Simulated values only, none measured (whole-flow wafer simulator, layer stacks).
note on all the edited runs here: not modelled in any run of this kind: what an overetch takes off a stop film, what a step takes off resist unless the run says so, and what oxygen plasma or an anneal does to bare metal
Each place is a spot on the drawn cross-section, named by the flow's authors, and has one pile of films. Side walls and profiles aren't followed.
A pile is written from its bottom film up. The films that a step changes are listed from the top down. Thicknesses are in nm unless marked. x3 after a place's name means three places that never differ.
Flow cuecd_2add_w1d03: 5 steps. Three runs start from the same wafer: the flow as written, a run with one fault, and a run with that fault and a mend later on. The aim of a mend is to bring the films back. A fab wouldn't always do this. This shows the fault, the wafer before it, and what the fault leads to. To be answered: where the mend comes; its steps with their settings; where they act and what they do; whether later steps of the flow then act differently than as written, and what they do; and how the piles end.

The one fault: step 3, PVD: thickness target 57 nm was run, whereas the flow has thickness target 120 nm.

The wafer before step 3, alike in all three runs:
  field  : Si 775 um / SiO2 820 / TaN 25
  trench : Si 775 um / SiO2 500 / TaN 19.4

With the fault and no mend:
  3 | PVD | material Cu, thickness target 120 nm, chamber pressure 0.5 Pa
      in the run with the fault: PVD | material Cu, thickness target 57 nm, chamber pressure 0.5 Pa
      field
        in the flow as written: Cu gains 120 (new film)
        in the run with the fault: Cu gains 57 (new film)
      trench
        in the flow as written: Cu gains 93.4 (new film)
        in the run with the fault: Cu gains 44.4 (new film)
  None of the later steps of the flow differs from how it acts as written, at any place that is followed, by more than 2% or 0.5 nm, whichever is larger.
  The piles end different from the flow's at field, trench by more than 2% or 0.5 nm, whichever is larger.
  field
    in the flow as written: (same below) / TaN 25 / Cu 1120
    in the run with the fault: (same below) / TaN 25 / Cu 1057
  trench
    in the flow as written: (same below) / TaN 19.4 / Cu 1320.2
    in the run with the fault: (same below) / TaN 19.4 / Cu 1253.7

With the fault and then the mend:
  The mend follows step 3.
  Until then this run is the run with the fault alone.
  3a | PVD | material Cu, thickness target 63 nm, chamber pressure 0.5 Pa (a further turn of the flow's step 3, with different settings)
      field
        Cu gains 63
      trench
        Cu gains 47.9
  None of the later steps of the flow differs from how it acts as written, at any place that is followed, by more than 2% or 0.5 nm, whichever is larger.
  When the end is reached, the piles differ only a little from the flow's at the places that both follow, at most by 2% or 0.5 nm, whichever is larger.
